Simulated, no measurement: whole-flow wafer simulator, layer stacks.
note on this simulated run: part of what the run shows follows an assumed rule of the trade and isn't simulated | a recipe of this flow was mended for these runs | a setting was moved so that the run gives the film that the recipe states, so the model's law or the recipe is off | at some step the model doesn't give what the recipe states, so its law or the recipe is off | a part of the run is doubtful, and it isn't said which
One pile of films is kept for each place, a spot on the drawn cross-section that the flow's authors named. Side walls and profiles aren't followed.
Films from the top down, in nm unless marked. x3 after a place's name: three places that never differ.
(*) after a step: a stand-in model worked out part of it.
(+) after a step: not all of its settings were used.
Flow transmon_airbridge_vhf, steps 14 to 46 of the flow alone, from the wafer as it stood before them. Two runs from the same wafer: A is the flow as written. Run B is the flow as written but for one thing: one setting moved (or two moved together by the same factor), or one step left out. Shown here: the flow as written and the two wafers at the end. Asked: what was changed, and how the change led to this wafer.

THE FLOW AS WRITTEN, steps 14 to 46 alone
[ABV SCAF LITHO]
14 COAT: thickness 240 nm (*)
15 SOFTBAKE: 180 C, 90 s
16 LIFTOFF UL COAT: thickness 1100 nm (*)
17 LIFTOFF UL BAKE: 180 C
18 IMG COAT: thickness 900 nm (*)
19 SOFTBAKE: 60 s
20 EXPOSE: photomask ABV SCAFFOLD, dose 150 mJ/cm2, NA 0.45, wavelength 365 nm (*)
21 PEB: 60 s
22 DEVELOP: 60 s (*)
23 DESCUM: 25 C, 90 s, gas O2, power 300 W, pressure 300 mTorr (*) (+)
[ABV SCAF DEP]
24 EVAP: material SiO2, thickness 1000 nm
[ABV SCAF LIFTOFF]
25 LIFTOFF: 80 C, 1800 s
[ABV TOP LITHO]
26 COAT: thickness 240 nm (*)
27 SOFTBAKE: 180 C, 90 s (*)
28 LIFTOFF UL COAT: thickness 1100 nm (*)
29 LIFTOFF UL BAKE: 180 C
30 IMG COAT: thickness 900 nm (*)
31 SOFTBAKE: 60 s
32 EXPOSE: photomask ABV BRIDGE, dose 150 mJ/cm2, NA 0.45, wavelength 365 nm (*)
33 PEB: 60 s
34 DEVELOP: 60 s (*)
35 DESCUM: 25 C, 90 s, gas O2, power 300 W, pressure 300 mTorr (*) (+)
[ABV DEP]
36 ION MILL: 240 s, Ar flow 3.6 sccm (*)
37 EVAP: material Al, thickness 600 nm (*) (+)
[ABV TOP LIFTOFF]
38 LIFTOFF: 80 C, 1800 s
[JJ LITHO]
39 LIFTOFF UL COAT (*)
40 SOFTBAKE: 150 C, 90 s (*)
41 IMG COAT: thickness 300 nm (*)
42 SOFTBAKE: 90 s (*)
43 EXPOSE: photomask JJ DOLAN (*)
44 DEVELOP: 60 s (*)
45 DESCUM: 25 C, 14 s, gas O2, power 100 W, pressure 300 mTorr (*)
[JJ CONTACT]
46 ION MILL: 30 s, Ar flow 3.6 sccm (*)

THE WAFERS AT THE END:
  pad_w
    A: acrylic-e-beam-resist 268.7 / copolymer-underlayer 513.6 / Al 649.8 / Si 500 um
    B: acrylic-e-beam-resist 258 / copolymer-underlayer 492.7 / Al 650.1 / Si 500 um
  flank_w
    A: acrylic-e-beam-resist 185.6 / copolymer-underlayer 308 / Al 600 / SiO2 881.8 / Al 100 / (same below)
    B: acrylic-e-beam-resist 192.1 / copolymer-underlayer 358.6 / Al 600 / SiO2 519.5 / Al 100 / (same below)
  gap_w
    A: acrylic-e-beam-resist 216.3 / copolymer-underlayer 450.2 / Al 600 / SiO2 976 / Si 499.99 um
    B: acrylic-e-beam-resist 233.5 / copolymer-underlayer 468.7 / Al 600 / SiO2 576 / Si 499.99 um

The cause: step 24, EVAP: thickness 600 nm was run, where the flow has thickness 1000 nm.

How the change led to this, step by step:
  24 EVAP: material SiO2, thickness 1000 nm
      field x3, jj_line, ground_far and 10 more: A SiO2 +1000 (new film) | B SiO2 +600 (new film)
      flank_w, flank_e: A SiO2 +905.8 (new film) | B SiO2 +543.5 (new film)
  25 LIFTOFF: 80 C, 1800 s
      field x3, jj_line, trace_open_s x2: A SiO2 -1000 (all of it), i-line-resist -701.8 (all of it), lift-off-underlayer -1100 (all of it), acrylic-e-beam-resist -240 (all of it) | B SiO2 -600 (all of it), i-line-resist -701.8 (all of it), lift-off-underlayer -1100 (all of it), acrylic-e-beam-resist -240 (all of it)
      pad_w, pad_e: A SiO2 -1000 (all of it), i-line-resist -696.3 (all of it), lift-off-underlayer -1089.9 (all of it), acrylic-e-beam-resist -239.3 (all of it) | B SiO2 -600 (all of it), i-line-resist -696.3 (all of it), lift-off-underlayer -1089.9 (all of it), acrylic-e-beam-resist -239.3 (all of it)
      (and at 1 more place)
  26 COAT: thickness 240 nm (*)
      flank_w, flank_e: A acrylic-e-beam-resist +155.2 (new film) | B acrylic-e-beam-resist +167.9 (new film)
      gap_w, gap_e: A acrylic-e-beam-resist +211.2 (new film) | B acrylic-e-beam-resist +228.4 (new film)
      (and at 6 more places)
  28 LIFTOFF UL COAT: thickness 1100 nm (*)
      gap_w, gap_e: A lift-off-underlayer +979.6 (new film) | B lift-off-underlayer +1036.6 (new film)
      margin_s, margin_n: A lift-off-underlayer +823.4 (new film) | B lift-off-underlayer +923.7 (new film)
      (and at 6 more places)
  30 IMG COAT: thickness 900 nm (*)
      gap_w, gap_e: A i-line-resist +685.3 (new film) | B i-line-resist +782.9 (new film)
      margin_s, margin_n: A i-line-resist +603.2 (new film) | B i-line-resist +728.9 (new film)
      (and at 7 more places)
  33 PEB: 60 s
      flank_w, flank_e: A i-line-resist -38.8 | B i-line-resist -42.6
      gap_w, gap_e: A i-line-resist -35 | B i-line-resist -40.2
      (and at 7 more places)
  34 DEVELOP: 60 s (*)
      gap_w, gap_e: A i-line-resist -650.2 (all of it), lift-off-underlayer -979.6 (all of it) | B i-line-resist -742.7 (all of it), lift-off-underlayer -1036.6 (all of it)
      pad_w: A i-line-resist -937.3 (all of it), lift-off-underlayer -1246.2 (all of it) | B i-line-resist -902 (all of it), lift-off-underlayer -1183.2 (all of it)
      (and at 5 more places)
  35 DESCUM: 25 C, 90 s, gas O2, power 300 W, pressure 300 mTorr (*) (+)
      field x3, jj_line, ground_far, trace_open_s x2, margin_s, margin_n: A i-line-resist -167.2 | B i-line-resist -158.6
      flank_w, flank_e: A acrylic-e-beam-resist -155.2 (all of it) | B acrylic-e-beam-resist -167.9 (all of it)
      (and at 6 more places)
  38 LIFTOFF: 80 C, 1800 s
      margin_s, margin_n: A Al -600 (all of it), i-line-resist -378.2 (all of it), lift-off-underlayer -823.4 (all of it), acrylic-e-beam-resist -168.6 (all of it) | B Al -600 (all of it), i-line-resist -506 (all of it), lift-off-underlayer -923.7 (all of it), acrylic-e-beam-resist -191.8 (all of it)
      ground_far: A Al -600 (all of it), i-line-resist -776.6 (all of it), lift-off-underlayer -1134.8 (all of it), acrylic-e-beam-resist -250.1 (all of it) | B Al -600 (all of it), i-line-resist -735.4 (all of it), lift-off-underlayer -1123.2 (all of it), acrylic-e-beam-resist -246.8 (all of it)
  39 LIFTOFF UL COAT (*)
      pad_w, pad_e: A copolymer-underlayer +513.6 (new film) | B copolymer-underlayer +492.7 (new film)
      flank_w, flank_e: A copolymer-underlayer +308 (new film) | B copolymer-underlayer +358.6 (new film)
      (and at 6 more places)
  41 IMG COAT: thickness 300 nm (*)
      pad_w, pad_e: A acrylic-e-beam-resist +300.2 (new film) | B acrylic-e-beam-resist +289.5 (new film)
      flank_w, flank_e: A acrylic-e-beam-resist +217.1 (new film) | B acrylic-e-beam-resist +223.6 (new film)
      (and at 6 more places)
